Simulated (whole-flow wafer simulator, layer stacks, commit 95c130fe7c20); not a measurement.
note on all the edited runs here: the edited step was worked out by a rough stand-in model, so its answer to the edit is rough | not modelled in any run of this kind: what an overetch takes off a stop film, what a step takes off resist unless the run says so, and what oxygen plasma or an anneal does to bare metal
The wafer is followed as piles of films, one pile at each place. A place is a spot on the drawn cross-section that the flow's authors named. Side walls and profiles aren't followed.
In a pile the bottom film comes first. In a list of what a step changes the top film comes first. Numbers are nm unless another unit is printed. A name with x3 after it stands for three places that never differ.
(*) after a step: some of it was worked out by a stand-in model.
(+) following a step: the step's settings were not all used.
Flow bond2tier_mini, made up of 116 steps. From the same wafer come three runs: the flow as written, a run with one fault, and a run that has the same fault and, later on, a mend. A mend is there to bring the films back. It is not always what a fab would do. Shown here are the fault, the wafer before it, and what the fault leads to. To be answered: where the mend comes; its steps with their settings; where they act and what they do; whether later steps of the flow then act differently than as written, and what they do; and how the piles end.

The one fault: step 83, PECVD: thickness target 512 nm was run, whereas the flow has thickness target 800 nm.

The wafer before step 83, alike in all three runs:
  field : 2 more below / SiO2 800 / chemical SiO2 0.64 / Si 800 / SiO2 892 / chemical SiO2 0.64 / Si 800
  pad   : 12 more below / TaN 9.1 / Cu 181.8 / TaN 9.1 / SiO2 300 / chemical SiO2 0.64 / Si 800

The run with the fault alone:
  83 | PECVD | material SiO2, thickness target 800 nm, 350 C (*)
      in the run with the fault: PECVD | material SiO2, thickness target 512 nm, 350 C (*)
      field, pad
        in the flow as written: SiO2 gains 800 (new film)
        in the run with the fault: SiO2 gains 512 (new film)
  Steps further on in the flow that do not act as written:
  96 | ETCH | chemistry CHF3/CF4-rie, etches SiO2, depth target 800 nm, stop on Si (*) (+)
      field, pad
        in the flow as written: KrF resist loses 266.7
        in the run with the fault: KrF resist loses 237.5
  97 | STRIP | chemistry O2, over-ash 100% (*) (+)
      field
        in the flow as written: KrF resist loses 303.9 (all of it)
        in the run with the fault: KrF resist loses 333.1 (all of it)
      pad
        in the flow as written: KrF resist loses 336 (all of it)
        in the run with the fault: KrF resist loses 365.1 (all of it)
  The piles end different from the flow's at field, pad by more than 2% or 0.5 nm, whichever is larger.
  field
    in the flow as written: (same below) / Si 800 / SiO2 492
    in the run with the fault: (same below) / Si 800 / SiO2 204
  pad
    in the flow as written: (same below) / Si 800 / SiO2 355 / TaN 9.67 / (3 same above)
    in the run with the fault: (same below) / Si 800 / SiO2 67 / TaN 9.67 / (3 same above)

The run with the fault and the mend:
  After step 88 comes the mend.
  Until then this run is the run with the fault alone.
  88a | STRIP | chemistry O2, over-ash 100% (+)
      field
        KrF resist loses 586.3 (all of it)
  88b | PECVD | material SiO2, thickness target 288 nm, 350 C (*) (the flow's step 83 again, with other settings)
      field, pad
        SiO2 gains 288
  88c | COAT | KrF resist, thickness 600 nm (the flow's step 84 again)
      field, pad
        KrF resist gains 600 (new film)
  88d | SOFTBAKE | KrF resist (the flow's step 85 again)
      alters no film at any place that is followed
  88e | EXPOSE | photomask T3TRIM, NA 0.6 (the flow's step 86 again)
      alters no film at any place that is followed
  88f | PEB | KrF resist (the flow's step 87 again)
      alters no film at any place that is followed
  88g | DEVELOP | developer TMAH-0.26N, 60 s (the flow's step 88 again)
      field
        KrF resist loses 13.7
      pad
        KrF resist loses 600 (all of it)
  None of the later steps of the flow acts differently than as written at any place that is followed.
  At every place that both follow, the piles at the end match the flow's.
